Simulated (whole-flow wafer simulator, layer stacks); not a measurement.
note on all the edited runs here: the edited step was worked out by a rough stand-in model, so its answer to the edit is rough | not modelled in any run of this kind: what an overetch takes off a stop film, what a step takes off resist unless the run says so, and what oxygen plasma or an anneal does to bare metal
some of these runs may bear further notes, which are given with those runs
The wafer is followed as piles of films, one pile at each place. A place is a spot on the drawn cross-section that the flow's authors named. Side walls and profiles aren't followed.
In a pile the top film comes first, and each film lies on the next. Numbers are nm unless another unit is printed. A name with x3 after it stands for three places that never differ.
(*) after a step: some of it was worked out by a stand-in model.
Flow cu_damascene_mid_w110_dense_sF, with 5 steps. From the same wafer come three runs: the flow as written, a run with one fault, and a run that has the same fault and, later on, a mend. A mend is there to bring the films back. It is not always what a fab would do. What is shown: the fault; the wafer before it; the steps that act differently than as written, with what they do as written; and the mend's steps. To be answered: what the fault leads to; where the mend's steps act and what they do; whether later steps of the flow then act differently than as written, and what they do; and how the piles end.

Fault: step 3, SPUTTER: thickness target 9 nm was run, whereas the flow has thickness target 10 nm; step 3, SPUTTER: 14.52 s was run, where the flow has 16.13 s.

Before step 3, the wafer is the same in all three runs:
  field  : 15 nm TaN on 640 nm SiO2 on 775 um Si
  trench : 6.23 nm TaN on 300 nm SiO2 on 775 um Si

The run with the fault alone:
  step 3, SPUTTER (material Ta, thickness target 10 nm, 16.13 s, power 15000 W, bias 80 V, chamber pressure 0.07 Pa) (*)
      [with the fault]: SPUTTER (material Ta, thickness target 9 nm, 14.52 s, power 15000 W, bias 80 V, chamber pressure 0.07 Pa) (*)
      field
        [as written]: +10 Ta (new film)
        [with the fault]: +9 Ta (new film)
  None of the later steps of the flow differs from how it acts as written, at any place that is followed, by more than 2% or 0.5 nm, whichever is larger.
  By the end, the piles at field depart from the flow's by more than 2% or 0.5 nm, whichever is larger.
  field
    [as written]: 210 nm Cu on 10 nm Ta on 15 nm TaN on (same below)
    [with the fault]: 210 nm Cu on 9 nm Ta on 15 nm TaN on (same below)

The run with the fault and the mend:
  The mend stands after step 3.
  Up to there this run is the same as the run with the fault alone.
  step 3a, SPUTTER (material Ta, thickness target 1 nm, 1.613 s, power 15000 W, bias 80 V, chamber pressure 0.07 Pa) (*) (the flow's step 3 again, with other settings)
      field
        +1 Ta
      trench
        +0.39 Ta
  None of the later steps of the flow acts differently than as written at any place that is followed.
  At the end the piles are close to the flow's at the places that both follow, differing by at most 2% or 0.5 nm, whichever is larger.
